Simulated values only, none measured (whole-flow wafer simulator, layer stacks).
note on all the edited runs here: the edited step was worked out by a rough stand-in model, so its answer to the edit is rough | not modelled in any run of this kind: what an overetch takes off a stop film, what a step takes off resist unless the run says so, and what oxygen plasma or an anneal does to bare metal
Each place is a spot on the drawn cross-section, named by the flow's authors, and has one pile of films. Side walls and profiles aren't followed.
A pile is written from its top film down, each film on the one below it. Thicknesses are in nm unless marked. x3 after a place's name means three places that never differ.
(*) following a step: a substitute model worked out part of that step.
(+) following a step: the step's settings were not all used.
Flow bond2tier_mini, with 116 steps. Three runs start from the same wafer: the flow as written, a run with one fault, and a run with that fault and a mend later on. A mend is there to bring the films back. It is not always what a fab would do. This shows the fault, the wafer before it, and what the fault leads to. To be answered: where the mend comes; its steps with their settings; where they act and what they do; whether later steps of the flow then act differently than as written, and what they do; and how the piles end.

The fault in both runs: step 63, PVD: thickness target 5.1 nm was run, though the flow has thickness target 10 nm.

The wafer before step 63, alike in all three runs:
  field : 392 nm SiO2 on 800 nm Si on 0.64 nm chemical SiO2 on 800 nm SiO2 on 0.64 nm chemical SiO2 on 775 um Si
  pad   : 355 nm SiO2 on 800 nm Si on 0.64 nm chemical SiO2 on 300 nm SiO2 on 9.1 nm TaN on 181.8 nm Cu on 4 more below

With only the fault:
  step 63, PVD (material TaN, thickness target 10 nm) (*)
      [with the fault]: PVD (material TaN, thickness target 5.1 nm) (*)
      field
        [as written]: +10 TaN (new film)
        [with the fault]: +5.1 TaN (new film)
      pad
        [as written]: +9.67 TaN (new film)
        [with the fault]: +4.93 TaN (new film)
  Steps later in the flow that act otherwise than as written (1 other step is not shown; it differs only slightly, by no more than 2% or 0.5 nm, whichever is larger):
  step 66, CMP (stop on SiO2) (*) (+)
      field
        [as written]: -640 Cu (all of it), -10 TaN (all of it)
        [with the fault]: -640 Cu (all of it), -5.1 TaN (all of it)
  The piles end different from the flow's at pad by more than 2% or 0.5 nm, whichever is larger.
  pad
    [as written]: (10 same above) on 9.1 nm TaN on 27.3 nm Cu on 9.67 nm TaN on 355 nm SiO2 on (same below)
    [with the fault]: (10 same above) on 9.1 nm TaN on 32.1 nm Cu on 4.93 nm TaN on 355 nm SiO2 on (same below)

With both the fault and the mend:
  After step 63 comes the mend.
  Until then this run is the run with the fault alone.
  step 63a, PVD (material TaN, thickness target 4.9 nm) (*) (the flow's step 63, run once more with other settings)
      field
        +4.9 TaN
      pad
        +4.73 TaN
  Every later step of the flow that is run acts as written at every place that is followed.
  When the end is reached, the piles differ only a little from the flow's at the places that both follow, at most by 2% or 0.5 nm, whichever is larger.
